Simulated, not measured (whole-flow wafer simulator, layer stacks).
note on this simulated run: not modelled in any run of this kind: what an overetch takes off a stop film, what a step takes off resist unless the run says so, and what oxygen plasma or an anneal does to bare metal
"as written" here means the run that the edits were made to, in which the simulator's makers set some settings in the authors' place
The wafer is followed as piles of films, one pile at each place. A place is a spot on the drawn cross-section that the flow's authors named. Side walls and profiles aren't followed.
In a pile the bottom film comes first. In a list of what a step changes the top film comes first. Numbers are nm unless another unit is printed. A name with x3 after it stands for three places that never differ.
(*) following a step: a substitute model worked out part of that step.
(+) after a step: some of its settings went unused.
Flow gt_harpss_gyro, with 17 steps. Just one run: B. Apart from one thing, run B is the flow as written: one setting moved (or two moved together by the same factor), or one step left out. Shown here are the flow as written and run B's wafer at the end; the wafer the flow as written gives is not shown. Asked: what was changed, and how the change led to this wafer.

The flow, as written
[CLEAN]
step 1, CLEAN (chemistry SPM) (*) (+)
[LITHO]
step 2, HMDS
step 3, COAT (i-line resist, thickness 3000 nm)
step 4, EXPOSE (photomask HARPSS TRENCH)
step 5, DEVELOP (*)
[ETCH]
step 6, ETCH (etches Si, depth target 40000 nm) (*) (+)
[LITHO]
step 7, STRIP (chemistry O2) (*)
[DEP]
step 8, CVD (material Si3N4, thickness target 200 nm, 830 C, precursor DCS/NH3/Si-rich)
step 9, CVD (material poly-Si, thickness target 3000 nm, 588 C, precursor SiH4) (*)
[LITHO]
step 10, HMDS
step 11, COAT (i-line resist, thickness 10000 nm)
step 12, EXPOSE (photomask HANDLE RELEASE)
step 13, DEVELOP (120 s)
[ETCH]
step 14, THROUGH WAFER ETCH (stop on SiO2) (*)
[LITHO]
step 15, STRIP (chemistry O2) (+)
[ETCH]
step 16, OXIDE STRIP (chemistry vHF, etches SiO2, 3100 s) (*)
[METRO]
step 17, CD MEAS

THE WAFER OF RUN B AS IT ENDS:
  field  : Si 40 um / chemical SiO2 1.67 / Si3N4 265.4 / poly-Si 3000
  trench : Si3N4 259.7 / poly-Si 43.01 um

What caused this: step 8, CVD: thickness target 265.4 nm was run, though the flow has thickness target 200 nm.
The wafer itself shows it: field has Si3N4 265.4, and step 8 as written asks for 200 nm.

Step by step, how the change led to this:
  step 8, CVD (material Si3N4, thickness target 200 nm, 830 C, precursor DCS/NH3/Si-rich)
      field: +265.4 Si3N4 (new film) (as written it would have been: +200 Si3N4 (new film))
      trench: +259.7 Si3N4 (new film) (as written it would have been: +195.9 Si3N4 (new film))
